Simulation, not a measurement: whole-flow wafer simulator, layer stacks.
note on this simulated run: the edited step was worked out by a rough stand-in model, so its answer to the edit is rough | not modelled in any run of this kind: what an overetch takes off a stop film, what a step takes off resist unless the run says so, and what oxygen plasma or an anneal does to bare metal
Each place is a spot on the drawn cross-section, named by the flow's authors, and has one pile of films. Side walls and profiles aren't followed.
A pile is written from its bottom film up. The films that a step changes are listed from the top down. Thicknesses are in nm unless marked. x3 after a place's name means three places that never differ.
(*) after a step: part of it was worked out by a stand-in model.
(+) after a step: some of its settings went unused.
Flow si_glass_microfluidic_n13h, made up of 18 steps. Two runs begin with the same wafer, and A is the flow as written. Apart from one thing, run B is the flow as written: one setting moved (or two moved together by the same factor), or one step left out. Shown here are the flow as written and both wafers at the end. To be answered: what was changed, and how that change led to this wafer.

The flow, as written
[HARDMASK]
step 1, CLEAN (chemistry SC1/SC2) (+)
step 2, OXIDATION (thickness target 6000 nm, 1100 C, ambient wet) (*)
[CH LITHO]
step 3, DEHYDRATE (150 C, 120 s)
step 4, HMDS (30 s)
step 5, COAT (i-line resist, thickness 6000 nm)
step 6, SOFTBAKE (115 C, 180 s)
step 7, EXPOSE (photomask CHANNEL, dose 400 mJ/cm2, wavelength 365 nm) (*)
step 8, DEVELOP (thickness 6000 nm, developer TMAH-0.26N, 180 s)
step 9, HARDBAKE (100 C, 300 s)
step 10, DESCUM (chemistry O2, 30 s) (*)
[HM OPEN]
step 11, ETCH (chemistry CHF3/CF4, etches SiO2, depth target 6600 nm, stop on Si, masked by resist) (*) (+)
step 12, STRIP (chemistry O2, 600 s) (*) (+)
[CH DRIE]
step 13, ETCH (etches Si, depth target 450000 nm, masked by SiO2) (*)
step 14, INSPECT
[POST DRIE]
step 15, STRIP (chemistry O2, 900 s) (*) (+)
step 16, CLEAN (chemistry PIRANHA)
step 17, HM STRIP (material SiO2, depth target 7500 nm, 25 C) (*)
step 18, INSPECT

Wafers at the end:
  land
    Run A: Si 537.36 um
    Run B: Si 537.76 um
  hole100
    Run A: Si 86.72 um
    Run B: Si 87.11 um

The reason: step 2, OXIDATION: thickness target 5100 nm was run, though the flow has thickness target 6000 nm.

How this came from the change, step by step:
  step 2, OXIDATION (thickness target 6000 nm, 1100 C, ambient wet) (*)
      land, hole100: A +6000 SiO2 (new film), -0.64 chemical SiO2 (all of it), -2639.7 Si | B +5100 SiO2 (new film), -0.64 chemical SiO2 (all of it), -2243.7 Si
  step 11, ETCH (chemistry CHF3/CF4, etches SiO2, depth target 6600 nm, stop on Si, masked by resist) (*) (+)
      hole100: A -6000 SiO2 (all of it) | B -5100 SiO2 (all of it)
  step 17, HM STRIP (material SiO2, depth target 7500 nm, 25 C) (*)
      land: A -2995.7 SiO2 (all of it) | B -2095.7 SiO2 (all of it)
